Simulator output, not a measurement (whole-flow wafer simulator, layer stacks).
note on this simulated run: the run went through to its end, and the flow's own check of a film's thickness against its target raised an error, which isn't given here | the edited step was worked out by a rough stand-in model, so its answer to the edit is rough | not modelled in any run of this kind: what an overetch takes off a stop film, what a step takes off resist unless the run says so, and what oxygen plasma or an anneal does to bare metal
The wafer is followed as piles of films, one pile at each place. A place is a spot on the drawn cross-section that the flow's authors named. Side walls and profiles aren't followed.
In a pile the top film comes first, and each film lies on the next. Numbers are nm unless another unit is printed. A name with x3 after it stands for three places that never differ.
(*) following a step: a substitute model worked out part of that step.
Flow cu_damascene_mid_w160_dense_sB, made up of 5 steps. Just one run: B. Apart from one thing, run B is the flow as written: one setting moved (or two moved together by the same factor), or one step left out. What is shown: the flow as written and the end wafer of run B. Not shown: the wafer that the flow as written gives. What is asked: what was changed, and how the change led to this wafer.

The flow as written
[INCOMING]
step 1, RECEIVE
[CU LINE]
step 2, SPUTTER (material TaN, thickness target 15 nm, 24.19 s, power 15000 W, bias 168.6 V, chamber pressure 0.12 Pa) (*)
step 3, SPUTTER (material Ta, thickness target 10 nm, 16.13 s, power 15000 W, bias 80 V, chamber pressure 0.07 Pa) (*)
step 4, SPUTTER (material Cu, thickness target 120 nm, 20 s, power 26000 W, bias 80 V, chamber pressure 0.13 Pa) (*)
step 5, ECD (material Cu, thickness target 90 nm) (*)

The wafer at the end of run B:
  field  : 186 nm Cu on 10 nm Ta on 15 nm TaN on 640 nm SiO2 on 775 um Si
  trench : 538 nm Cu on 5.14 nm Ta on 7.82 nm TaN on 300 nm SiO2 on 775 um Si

Cause: step 4, SPUTTER: thickness target 96 nm was run, whereas the flow has thickness target 120 nm; step 4, SPUTTER: 16 s was run, where the flow has 20 s.

Step by step, how the change led to this:
  step 4, SPUTTER (material Cu, thickness target 120 nm, 20 s, power 26000 W, bias 80 V, chamber pressure 0.13 Pa) (*)
      field: +96 Cu (new film) (in the flow as written it would be: +120 Cu (new film))
      trench: +49.6 Cu (new film) (in the flow as written it would be: +62 Cu (new film))
  step 5, ECD (material Cu, thickness target 90 nm) (*)
      trench: +488.4 Cu (in the flow as written it would be: +500 Cu)
